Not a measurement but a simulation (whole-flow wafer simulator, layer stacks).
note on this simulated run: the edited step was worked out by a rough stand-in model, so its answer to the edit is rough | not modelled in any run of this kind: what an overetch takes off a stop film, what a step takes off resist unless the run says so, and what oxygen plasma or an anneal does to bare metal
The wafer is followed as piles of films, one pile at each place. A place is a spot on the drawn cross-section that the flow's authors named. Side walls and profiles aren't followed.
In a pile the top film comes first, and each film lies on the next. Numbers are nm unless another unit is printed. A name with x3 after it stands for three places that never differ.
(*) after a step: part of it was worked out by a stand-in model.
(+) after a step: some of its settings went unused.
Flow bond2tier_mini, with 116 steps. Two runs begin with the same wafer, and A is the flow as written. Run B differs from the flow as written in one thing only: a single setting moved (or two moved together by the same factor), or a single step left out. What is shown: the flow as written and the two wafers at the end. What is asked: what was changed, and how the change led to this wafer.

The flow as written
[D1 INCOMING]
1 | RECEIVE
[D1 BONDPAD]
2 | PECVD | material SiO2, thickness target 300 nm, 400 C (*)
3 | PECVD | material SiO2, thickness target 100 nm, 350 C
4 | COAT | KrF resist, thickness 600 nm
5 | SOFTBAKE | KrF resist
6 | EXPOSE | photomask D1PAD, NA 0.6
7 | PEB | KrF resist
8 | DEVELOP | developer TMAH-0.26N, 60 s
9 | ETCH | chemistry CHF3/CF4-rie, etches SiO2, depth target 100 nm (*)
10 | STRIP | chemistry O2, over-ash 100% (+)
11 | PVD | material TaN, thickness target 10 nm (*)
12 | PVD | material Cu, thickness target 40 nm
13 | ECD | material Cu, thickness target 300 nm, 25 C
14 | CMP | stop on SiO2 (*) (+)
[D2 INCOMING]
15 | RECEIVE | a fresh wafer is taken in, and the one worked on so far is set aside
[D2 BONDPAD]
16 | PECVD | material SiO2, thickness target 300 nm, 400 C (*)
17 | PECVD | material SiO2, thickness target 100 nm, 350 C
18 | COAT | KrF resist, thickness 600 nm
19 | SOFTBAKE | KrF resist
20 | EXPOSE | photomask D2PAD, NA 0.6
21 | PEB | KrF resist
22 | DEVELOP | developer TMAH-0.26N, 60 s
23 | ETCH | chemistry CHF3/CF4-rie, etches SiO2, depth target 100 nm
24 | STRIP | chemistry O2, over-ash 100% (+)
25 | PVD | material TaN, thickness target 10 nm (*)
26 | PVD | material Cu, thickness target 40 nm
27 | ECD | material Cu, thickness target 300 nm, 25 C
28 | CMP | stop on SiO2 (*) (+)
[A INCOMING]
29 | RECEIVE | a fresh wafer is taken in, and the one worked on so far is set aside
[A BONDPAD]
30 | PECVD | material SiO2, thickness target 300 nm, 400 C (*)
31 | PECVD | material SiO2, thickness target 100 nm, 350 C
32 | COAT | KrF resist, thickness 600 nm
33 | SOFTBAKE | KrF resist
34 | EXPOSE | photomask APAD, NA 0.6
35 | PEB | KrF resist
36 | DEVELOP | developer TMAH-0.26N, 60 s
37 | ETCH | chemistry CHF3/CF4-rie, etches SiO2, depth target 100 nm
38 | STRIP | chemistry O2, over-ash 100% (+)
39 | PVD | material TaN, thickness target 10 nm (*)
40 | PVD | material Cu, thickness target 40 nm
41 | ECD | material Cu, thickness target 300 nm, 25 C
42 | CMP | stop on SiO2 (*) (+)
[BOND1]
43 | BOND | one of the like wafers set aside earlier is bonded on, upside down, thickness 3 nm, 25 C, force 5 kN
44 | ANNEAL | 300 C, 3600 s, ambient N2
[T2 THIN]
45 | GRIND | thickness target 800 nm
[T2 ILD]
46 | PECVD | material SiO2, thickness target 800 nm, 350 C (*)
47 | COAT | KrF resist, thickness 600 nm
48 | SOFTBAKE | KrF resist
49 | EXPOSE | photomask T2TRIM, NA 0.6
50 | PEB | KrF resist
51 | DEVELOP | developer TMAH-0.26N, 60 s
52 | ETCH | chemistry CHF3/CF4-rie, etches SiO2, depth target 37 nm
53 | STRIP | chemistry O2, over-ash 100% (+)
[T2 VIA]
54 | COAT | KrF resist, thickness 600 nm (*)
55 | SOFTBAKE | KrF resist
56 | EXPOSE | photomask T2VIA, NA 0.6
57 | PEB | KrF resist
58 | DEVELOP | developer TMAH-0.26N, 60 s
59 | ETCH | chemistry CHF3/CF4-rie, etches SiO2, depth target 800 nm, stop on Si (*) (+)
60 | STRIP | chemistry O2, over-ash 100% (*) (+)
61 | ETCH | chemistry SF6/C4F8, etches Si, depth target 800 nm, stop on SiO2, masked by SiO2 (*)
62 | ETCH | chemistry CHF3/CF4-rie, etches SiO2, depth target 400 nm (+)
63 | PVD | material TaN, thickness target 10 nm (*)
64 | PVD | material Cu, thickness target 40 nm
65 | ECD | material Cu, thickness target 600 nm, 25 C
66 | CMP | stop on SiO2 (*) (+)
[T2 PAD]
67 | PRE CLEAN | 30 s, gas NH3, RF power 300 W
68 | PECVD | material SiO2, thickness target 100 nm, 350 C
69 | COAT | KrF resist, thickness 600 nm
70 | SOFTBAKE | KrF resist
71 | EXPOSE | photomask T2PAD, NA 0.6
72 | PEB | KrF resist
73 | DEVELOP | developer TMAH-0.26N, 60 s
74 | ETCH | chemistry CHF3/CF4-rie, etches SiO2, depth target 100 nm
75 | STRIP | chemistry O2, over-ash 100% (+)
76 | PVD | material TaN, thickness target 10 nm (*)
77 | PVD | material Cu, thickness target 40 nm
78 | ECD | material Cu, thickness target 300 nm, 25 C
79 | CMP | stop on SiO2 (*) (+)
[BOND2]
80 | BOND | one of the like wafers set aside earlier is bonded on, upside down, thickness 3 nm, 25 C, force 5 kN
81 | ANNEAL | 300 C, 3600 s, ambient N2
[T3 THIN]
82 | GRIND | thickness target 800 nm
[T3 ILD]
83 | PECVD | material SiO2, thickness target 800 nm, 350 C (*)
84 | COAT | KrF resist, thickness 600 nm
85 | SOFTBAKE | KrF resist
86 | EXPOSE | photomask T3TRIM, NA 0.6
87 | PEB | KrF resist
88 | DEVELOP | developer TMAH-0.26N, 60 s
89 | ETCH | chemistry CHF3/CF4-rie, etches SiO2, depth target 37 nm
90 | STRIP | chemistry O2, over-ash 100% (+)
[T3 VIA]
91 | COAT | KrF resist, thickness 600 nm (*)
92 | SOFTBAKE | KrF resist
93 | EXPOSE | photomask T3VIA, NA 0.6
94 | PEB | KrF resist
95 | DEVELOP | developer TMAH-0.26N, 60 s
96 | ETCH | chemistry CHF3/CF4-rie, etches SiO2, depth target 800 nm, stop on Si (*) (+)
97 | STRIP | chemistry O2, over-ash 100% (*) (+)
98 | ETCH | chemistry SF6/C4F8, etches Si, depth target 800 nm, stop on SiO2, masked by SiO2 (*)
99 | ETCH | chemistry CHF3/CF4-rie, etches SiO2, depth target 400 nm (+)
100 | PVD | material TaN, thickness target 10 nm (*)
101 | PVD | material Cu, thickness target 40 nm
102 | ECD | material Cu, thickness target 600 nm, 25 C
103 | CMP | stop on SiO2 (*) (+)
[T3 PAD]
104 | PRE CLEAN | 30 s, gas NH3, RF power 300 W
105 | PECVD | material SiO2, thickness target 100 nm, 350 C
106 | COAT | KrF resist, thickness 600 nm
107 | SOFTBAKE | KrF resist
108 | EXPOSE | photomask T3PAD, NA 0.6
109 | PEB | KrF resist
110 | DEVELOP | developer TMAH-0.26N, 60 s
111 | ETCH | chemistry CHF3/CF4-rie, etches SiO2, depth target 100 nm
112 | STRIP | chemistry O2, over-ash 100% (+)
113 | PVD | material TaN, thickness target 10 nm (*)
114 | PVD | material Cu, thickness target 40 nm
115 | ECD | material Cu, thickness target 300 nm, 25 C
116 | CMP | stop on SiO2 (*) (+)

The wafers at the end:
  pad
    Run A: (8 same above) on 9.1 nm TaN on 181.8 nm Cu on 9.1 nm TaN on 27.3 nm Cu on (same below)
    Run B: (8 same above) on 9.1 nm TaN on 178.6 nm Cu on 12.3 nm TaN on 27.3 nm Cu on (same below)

What caused this: step 76, PVD: thickness target 13.5 nm was run, while the flow as written has thickness target 10 nm.

Step by step, how the change led to this:
  76 | PVD | material TaN, thickness target 10 nm (*)
      field: A TaN gains 10 (new film) | B TaN gains 13.5 (new film)
      pad: A TaN gains 9.1 (new film) | B TaN gains 12.3 (new film)
  79 | CMP | stop on SiO2 (*) (+)
      field: A Cu loses 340 (all of it), TaN loses 10 (all of it) | B Cu loses 340 (all of it), TaN loses 13.5 (all of it)
